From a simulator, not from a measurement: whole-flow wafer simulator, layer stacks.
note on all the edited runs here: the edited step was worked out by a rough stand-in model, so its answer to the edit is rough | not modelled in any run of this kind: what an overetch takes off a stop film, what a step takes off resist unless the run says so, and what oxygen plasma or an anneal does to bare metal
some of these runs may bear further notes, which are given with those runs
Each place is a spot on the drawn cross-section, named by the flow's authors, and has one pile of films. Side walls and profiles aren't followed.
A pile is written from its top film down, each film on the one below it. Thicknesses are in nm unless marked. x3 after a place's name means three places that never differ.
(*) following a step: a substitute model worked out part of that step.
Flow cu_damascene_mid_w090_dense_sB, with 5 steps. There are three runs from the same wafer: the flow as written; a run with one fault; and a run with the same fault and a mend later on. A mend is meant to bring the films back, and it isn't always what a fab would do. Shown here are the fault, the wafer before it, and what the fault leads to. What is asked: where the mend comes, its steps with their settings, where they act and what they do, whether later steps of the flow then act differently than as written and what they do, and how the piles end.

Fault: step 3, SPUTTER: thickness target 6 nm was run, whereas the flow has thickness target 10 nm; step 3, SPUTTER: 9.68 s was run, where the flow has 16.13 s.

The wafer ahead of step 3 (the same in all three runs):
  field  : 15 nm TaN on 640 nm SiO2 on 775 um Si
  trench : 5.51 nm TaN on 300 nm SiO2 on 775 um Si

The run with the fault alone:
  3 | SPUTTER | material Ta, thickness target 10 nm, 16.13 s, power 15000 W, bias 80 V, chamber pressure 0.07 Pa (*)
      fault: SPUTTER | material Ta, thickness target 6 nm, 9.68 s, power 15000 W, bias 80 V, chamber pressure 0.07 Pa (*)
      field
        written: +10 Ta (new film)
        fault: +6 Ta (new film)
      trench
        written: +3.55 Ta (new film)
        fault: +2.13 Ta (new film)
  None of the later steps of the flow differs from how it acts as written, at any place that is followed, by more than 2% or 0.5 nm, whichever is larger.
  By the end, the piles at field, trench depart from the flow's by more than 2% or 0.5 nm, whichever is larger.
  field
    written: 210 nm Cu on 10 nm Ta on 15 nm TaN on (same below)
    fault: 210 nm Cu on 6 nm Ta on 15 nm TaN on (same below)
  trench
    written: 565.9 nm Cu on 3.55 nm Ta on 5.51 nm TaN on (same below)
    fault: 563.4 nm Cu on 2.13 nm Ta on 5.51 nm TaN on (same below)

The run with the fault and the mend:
  The mend follows step 3.
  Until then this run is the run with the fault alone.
  3a | SPUTTER | material Ta, thickness target 4 nm, 6.452 s, power 15000 W, bias 80 V, chamber pressure 0.07 Pa (*) (the flow's step 3, run once more with other settings)
      field
        +4 Ta
      trench
        +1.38 Ta
  None of the later steps of the flow acts differently than as written at any place that is followed.
  The piles end only slightly different from the flow's at the places that both follow, by no more than 2% or 0.5 nm, whichever is larger.
